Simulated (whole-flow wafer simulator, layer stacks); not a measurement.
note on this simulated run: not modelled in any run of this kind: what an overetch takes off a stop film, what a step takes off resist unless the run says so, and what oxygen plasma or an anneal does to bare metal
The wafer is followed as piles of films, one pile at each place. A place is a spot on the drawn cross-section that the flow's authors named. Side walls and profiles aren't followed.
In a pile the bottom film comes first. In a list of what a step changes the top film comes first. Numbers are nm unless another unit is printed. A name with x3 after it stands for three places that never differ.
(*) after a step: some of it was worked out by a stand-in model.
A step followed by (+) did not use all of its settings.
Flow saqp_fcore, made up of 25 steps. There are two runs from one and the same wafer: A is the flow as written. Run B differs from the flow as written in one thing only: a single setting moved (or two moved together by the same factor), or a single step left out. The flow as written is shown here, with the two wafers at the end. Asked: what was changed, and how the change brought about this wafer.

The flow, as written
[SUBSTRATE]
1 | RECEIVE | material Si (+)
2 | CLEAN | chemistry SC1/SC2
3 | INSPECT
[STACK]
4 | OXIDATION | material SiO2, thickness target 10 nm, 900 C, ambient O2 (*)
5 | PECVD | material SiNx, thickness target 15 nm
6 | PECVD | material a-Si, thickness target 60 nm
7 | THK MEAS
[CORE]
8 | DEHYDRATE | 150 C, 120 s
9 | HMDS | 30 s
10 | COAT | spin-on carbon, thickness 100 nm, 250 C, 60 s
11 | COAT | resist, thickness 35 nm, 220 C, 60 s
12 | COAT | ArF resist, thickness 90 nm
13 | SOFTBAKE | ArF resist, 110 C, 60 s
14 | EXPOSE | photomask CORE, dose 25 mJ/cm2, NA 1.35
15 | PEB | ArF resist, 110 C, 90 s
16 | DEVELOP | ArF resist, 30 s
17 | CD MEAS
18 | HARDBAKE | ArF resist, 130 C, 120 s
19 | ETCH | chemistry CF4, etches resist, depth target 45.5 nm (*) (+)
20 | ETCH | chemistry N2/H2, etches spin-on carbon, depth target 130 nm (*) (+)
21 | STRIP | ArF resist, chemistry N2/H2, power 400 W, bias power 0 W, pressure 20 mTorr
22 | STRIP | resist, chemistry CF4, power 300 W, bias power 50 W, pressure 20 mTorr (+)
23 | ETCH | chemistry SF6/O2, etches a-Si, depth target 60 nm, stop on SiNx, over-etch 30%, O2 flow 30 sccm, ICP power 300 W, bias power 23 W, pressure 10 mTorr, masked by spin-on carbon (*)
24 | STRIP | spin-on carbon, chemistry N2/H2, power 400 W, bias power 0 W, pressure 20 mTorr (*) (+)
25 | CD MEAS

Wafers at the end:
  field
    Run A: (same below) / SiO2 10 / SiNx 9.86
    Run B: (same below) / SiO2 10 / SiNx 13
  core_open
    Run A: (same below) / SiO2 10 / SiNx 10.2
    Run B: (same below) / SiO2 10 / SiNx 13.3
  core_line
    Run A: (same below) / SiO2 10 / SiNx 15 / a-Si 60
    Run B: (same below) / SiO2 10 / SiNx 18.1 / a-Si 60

Cause: step 5, PECVD: thickness target 18.1 nm was run, while the flow as written has thickness target 15 nm.
The wafer itself shows it: core_line has SiNx 18.1, and step 5 as written asks for 15 nm.

The path from the change to this, step by step:
  5 | PECVD | material SiNx, thickness target 15 nm
      field, core_open, core_line: A SiNx gains 15 (new film) | B SiNx gains 18.1 (new film)
